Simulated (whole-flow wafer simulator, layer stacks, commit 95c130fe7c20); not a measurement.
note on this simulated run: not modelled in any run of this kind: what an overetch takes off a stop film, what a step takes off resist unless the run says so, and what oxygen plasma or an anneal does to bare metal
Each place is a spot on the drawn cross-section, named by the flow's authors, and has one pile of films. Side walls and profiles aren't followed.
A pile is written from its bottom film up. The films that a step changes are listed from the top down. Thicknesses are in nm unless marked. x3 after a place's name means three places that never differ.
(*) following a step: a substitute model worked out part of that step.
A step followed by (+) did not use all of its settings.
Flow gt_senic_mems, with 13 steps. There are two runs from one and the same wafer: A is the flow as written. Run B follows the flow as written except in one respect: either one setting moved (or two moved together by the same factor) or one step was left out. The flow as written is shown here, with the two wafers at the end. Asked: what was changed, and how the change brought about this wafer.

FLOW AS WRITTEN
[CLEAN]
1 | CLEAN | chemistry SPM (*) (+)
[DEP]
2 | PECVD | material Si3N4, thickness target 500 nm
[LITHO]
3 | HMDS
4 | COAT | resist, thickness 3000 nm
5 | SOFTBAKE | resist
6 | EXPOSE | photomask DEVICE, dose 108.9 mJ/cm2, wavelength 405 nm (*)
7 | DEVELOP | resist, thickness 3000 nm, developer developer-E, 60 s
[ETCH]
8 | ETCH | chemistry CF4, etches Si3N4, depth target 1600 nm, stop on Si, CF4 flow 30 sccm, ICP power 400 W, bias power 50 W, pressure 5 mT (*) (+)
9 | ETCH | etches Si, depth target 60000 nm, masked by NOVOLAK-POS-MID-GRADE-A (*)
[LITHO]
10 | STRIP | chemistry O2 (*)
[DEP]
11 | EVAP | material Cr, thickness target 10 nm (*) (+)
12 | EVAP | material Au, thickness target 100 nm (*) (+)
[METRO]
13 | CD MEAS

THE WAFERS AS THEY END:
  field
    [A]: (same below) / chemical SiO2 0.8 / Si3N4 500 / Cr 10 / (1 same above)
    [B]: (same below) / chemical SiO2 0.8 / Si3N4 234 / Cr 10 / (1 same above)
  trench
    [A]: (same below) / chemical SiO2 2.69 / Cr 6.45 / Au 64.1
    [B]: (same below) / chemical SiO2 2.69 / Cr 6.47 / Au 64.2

Cause: step 2, PECVD: thickness target 234 nm was run, while the flow as written has thickness target 500 nm.
The wafer lets one read it off: field has Si3N4 234, and step 2 as written asks for 500 nm.

How this came from the change, step by step:
  2 | PECVD | material Si3N4, thickness target 500 nm
      field, trench: A Si3N4 gains 500 (new film) | B Si3N4 gains 234 (new film)
  8 | ETCH | chemistry CF4, etches Si3N4, depth target 1600 nm, stop on Si, CF4 flow 30 sccm, ICP power 400 W, bias power 50 W, pressure 5 mT (*) (+)
      field: A resist loses 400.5 | B resist loses 223.2
      trench: A Si3N4 loses 500 (all of it), chemical SiO2 loses 0.8 (all of it) | B Si3N4 loses 234 (all of it), chemical SiO2 loses 0.8 (all of it)
  10 | STRIP | chemistry O2 (*)
      field: A resist loses 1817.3 (all of it) | B resist loses 1994.6 (all of it)
